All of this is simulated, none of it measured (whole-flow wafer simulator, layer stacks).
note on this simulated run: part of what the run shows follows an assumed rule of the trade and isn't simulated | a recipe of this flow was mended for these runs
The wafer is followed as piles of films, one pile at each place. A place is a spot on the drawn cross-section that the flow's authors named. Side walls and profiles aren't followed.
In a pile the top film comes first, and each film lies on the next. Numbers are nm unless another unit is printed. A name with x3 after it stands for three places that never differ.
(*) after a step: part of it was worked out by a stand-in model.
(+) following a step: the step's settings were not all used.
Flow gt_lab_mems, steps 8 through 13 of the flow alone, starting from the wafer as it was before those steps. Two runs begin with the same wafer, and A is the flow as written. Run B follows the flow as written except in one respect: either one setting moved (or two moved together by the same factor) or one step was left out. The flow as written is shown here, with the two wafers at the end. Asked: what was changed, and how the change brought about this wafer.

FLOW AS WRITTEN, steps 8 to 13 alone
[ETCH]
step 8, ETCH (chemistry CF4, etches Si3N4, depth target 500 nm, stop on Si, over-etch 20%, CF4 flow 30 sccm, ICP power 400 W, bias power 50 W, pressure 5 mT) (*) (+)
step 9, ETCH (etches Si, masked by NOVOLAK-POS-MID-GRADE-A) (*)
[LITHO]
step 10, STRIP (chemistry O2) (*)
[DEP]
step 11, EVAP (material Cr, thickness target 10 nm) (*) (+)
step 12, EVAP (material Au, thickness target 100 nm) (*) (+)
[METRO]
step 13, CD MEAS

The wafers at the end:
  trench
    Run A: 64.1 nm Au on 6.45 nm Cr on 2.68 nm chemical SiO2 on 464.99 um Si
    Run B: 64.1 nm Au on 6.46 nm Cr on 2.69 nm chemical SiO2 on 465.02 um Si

What caused this: step 8, ETCH: depth target 453 nm was run, though the flow has depth target 500 nm.

How this came from the change, step by step:
  step 8, ETCH (chemistry CF4, etches Si3N4, depth target 500 nm, stop on Si, over-etch 20%, CF4 flow 30 sccm, ICP power 400 W, bias power 50 W, pressure 5 mT) (*) (+)
      field: A g/i-line-resist loses 400 | B g/i-line-resist loses 362.4
      trench: A Si3N4 loses 500 (all of it), chemical SiO2 loses 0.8 (all of it), Si loses 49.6 | B Si3N4 loses 500 (all of it), chemical SiO2 loses 0.8 (all of it), Si loses 21.4
  step 10, STRIP (chemistry O2) (*)
      field: A g/i-line-resist loses 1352 (all of it) | B g/i-line-resist loses 1389.6 (all of it)
